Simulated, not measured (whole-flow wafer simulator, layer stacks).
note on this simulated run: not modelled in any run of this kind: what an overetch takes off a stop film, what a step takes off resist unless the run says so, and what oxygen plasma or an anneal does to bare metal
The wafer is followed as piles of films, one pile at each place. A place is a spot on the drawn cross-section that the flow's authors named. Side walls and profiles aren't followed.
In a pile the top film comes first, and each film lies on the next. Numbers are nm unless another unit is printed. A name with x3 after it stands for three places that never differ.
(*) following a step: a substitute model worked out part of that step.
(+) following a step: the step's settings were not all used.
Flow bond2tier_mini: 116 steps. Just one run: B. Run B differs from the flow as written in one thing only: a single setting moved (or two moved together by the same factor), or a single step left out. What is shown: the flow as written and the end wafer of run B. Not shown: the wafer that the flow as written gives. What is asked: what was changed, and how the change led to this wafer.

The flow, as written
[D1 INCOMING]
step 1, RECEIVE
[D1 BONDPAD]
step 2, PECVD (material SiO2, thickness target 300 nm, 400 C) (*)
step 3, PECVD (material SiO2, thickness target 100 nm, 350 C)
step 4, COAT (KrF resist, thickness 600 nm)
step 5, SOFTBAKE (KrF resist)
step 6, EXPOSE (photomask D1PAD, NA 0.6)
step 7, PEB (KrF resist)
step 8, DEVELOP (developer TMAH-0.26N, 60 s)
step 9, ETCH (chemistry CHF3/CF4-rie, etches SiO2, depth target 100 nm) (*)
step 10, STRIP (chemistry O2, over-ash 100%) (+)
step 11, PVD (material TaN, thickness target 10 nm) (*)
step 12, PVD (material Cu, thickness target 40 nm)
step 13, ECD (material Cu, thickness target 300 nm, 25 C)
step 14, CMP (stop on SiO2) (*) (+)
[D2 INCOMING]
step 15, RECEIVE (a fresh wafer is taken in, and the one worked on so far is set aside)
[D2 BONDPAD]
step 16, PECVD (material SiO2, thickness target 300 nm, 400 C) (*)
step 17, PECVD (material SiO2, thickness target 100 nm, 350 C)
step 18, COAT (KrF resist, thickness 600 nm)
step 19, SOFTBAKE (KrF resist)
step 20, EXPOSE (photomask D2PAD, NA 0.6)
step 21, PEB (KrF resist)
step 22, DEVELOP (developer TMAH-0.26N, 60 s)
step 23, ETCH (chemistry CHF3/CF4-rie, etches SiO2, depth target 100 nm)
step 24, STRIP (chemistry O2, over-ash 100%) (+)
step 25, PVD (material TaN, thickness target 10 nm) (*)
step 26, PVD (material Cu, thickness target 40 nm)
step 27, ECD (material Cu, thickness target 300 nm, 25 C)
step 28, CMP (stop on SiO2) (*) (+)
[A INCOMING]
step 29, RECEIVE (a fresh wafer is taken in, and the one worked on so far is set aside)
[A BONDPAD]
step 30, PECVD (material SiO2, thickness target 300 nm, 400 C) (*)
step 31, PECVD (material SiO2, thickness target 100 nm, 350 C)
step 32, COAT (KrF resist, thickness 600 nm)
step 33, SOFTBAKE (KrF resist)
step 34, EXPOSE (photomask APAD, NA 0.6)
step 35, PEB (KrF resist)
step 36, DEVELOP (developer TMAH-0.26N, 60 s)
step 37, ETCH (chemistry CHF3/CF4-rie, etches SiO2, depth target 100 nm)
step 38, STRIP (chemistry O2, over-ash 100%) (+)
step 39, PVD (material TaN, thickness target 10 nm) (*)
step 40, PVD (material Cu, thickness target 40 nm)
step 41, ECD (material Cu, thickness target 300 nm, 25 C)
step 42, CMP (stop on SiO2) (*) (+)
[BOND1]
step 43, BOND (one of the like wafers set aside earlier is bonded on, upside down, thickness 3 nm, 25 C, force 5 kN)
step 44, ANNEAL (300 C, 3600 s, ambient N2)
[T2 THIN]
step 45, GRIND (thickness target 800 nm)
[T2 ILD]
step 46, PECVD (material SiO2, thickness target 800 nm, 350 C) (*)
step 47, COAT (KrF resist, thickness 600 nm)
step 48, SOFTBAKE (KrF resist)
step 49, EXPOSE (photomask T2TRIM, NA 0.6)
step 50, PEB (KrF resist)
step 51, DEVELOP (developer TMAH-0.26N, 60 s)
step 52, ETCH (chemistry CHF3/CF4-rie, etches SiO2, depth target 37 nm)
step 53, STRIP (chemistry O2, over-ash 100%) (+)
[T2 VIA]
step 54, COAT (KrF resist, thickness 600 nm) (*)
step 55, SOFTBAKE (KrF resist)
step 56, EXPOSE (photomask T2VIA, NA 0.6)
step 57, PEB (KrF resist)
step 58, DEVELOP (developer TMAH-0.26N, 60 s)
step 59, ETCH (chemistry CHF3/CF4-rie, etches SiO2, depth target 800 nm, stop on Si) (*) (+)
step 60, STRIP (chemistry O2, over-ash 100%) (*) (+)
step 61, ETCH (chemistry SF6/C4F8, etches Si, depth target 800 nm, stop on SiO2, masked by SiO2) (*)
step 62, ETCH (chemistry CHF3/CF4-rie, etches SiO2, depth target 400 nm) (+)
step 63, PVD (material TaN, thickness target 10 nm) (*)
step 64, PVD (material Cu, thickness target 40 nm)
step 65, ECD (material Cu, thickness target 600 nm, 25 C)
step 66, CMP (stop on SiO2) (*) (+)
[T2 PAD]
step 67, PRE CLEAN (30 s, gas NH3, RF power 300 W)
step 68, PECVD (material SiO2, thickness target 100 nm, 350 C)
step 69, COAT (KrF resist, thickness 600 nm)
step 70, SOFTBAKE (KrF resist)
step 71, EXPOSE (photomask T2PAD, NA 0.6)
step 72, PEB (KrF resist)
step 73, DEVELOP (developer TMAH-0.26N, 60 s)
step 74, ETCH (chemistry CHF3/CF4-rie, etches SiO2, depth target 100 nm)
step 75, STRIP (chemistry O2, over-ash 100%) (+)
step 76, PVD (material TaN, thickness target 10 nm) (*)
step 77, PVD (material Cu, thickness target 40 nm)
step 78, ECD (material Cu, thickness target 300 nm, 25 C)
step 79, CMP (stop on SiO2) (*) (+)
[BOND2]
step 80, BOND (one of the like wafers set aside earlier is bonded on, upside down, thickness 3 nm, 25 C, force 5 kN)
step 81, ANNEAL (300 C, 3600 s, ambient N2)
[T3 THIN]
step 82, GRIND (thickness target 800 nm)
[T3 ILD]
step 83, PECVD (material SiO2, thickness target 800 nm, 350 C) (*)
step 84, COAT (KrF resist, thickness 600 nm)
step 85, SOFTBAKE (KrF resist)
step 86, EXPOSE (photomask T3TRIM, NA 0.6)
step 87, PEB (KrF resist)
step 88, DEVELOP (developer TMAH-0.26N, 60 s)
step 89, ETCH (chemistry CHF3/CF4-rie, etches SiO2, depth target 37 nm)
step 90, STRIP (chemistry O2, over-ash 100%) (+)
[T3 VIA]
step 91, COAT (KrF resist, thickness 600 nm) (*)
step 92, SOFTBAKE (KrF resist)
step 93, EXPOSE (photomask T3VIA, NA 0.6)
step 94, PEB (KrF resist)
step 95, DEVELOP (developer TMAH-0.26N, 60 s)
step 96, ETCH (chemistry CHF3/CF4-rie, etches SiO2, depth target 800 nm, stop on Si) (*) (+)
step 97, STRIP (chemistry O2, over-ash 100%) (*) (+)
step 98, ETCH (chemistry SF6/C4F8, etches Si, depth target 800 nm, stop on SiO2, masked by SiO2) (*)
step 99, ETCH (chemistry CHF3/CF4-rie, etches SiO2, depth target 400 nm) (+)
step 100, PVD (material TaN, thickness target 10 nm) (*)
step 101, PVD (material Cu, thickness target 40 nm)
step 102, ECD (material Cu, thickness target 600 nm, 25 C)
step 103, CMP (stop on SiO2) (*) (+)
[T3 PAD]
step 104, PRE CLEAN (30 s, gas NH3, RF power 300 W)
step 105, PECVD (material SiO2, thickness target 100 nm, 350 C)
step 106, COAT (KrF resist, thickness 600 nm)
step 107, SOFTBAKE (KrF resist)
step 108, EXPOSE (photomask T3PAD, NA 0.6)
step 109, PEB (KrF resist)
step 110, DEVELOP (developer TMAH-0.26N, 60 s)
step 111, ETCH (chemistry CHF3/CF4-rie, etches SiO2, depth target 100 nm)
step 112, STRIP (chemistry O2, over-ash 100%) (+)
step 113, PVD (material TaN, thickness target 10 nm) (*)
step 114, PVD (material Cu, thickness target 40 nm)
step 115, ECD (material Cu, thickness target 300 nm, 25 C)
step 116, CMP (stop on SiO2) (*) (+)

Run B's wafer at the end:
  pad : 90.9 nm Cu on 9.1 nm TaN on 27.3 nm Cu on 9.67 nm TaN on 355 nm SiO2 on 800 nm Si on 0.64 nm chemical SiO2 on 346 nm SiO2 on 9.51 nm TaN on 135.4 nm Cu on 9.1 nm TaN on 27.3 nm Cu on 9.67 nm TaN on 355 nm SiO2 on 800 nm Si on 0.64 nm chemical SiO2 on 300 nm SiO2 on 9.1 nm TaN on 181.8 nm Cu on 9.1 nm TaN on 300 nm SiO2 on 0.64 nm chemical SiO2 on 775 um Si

Cause: step 23, ETCH: depth target 54 nm was run, while the flow as written has depth target 100 nm.

Step by step, how the change led to this:
  step 23, ETCH (chemistry CHF3/CF4-rie, etches SiO2, depth target 100 nm)
      pad, via: SiO2 loses 54 (as written it would have been: SiO2 loses 100)
      field: KrF resist loses 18 (as written it would have been: KrF resist loses 33.3)
  step 24, STRIP (chemistry O2, over-ash 100%) (+)
      field: KrF resist loses 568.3 (all of it) (as written it would have been: KrF resist loses 552.9 (all of it))
  step 26, PVD (material Cu, thickness target 40 nm)
      pad: Cu gains 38 (new film) (as written it would have been: Cu gains 36.4 (new film))
  step 27, ECD (material Cu, thickness target 300 nm, 25 C)
      pad: Cu gains 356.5 (as written it would have been: Cu gains 404.5)
      via: Cu gains 354 (as written it would have been: Cu gains 400.2)
  step 80, BOND (one of the like wafers set aside earlier is bonded on, upside down, thickness 3 nm, 25 C, force 5 kN)
      pad: Si gains 775 um (new film), chemical SiO2 gains 0.64 (new film), SiO2 gains 346 (new film), TaN gains 9.51 (new film), Cu gains 44.5 (as written it would have been: Si gains 775 um (new film), chemical SiO2 gains 0.64 (new film), SiO2 gains 300 (new film), TaN gains 9.1 (new film), Cu gains 90.9)
